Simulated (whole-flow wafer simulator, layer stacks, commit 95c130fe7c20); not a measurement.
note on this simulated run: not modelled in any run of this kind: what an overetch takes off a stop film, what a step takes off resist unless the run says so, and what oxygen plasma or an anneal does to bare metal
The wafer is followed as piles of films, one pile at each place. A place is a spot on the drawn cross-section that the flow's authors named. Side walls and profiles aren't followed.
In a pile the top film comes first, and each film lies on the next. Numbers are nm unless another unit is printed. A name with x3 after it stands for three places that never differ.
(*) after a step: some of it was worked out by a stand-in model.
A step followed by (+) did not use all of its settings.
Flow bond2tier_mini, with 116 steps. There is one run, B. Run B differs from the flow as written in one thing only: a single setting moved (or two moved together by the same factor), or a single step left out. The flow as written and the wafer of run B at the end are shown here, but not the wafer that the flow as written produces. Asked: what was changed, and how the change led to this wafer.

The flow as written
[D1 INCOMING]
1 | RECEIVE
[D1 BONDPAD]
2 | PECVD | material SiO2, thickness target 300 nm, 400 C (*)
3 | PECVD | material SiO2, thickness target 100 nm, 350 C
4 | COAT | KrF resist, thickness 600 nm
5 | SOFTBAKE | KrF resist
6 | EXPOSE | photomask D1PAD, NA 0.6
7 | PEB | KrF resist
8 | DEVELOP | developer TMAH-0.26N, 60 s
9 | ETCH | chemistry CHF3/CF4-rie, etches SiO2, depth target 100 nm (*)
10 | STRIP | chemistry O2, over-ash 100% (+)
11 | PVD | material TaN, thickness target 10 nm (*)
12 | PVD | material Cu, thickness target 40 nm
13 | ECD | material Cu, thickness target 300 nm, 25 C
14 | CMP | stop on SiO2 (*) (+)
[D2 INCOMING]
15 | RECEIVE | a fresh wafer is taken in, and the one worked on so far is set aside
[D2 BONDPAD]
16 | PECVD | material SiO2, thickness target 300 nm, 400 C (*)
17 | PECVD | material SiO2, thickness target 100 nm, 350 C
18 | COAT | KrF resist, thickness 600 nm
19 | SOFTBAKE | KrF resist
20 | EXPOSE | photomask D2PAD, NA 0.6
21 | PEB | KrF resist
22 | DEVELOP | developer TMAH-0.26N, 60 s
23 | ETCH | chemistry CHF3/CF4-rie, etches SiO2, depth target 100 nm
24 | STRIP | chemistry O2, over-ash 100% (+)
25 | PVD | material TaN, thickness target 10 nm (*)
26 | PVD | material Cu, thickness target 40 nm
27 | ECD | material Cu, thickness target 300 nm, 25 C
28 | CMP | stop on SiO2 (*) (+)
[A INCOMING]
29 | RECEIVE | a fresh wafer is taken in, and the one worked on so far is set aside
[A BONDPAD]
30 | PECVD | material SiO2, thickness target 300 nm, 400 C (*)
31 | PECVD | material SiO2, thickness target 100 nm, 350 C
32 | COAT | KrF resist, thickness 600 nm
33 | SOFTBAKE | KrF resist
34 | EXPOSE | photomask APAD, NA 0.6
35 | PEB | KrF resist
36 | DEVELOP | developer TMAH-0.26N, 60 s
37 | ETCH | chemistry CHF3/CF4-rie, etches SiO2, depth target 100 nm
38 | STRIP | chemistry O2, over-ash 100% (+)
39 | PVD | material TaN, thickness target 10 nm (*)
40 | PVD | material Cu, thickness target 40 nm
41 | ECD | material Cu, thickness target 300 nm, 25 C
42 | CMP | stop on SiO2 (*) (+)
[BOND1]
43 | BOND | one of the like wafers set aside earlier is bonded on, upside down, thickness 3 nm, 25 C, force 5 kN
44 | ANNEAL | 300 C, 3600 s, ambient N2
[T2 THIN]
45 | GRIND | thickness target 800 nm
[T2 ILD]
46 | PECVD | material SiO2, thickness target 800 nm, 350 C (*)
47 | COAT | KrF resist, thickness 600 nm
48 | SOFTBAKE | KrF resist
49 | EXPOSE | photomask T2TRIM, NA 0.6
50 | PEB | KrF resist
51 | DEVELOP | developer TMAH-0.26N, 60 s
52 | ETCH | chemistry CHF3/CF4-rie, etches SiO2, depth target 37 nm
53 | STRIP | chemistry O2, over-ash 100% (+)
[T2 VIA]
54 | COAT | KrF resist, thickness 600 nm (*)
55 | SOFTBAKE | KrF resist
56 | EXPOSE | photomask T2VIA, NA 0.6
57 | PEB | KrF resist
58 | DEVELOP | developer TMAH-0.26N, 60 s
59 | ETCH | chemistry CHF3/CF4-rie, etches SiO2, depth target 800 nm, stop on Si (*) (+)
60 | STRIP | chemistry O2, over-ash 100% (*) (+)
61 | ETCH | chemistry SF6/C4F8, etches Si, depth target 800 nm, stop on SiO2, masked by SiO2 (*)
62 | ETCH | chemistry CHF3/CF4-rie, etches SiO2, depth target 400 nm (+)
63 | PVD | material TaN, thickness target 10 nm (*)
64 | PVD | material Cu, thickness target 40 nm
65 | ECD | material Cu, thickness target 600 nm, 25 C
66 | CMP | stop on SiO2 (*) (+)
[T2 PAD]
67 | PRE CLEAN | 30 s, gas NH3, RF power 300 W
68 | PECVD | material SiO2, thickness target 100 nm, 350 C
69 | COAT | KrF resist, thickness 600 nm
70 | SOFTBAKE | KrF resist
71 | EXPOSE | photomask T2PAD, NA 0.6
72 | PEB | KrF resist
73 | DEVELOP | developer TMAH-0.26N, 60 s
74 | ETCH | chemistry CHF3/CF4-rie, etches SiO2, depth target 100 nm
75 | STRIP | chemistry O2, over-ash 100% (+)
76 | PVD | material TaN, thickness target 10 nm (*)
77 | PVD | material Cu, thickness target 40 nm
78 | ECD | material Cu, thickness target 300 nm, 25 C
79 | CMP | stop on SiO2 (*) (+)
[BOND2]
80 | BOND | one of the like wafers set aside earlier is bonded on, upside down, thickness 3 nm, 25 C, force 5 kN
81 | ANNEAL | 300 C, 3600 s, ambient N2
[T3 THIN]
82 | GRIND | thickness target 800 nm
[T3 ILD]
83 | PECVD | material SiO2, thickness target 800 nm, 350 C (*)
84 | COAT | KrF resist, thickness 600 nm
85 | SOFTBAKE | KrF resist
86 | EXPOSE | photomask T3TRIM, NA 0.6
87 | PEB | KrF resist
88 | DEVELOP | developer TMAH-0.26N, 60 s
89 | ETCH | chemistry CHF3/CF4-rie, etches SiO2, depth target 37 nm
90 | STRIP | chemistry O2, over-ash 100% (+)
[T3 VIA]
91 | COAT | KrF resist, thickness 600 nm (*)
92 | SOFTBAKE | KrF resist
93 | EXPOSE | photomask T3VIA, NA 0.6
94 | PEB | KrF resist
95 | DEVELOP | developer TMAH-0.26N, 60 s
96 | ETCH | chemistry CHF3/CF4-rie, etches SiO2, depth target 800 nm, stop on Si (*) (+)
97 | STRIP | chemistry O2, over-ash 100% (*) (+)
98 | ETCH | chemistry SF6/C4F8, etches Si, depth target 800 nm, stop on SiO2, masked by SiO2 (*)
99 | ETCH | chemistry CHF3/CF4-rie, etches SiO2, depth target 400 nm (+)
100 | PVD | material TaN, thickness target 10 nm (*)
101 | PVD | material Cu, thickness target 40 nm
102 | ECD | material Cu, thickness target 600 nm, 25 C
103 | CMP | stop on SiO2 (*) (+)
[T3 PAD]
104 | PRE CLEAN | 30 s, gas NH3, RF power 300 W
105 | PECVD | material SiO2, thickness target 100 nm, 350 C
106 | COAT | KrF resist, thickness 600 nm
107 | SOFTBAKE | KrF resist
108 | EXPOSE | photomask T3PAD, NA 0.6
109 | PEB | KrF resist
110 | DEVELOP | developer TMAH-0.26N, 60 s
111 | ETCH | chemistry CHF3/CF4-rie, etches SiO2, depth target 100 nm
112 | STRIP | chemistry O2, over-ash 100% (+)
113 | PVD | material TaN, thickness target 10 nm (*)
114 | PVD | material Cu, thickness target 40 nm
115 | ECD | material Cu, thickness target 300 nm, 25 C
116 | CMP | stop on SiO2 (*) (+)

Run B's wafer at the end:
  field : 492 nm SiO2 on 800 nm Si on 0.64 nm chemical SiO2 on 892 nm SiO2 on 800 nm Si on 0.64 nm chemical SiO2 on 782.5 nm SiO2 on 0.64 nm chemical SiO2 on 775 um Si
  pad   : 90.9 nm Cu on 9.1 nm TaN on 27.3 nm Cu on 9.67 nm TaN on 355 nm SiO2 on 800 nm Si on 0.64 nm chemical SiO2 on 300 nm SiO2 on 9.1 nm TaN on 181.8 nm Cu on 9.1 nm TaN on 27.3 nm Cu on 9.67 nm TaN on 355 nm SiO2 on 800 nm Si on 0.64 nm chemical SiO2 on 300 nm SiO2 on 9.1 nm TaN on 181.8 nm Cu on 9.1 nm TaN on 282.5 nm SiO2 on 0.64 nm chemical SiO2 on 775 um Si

What caused this: step 31, PECVD: thickness target 82.5 nm was run, while the flow as written has thickness target 100 nm.

How this came from the change, step by step:
  31 | PECVD | material SiO2, thickness target 100 nm, 350 C
      field, pad, via: SiO2 gains 82.5 (it would be, as written: SiO2 gains 100)
